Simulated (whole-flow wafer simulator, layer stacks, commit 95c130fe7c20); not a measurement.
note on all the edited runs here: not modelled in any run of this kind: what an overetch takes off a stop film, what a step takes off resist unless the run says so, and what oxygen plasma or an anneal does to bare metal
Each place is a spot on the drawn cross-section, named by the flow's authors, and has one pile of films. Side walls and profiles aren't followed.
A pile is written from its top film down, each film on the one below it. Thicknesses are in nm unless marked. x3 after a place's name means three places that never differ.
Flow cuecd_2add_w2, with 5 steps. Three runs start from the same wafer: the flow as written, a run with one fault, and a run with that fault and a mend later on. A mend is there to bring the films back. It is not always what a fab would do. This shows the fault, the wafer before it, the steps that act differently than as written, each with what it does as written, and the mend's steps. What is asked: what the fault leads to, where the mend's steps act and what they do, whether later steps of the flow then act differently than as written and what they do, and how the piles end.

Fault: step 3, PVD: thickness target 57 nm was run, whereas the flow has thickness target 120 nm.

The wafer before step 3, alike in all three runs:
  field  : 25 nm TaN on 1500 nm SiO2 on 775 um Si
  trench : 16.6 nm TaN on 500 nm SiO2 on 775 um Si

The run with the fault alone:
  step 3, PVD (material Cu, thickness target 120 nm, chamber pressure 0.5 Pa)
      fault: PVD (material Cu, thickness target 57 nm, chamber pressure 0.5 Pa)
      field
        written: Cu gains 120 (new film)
        fault: Cu gains 57 (new film)
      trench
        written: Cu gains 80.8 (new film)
        fault: Cu gains 38.5 (new film)
  Later steps of the flow that are run all act as written at every place that is followed, up to a difference of at most 2% or 0.5 nm, whichever is larger.
  The piles end different from the flow's at field, trench by more than 2% or 0.5 nm, whichever is larger.
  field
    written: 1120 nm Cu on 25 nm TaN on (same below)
    fault: 1057 nm Cu on 25 nm TaN on (same below)
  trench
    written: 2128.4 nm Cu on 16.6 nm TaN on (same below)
    fault: 2065.4 nm Cu on 16.6 nm TaN on (same below)

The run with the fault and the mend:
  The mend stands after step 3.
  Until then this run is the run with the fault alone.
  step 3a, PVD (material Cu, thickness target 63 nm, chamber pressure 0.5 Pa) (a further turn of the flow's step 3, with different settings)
      field
        Cu gains 63
      trench
        Cu gains 41.8
  Later steps of the flow that are run all act as written at every place that is followed, up to a difference of at most 2% or 0.5 nm, whichever is larger.
  The piles end the same as the flow's at every place that both follow.
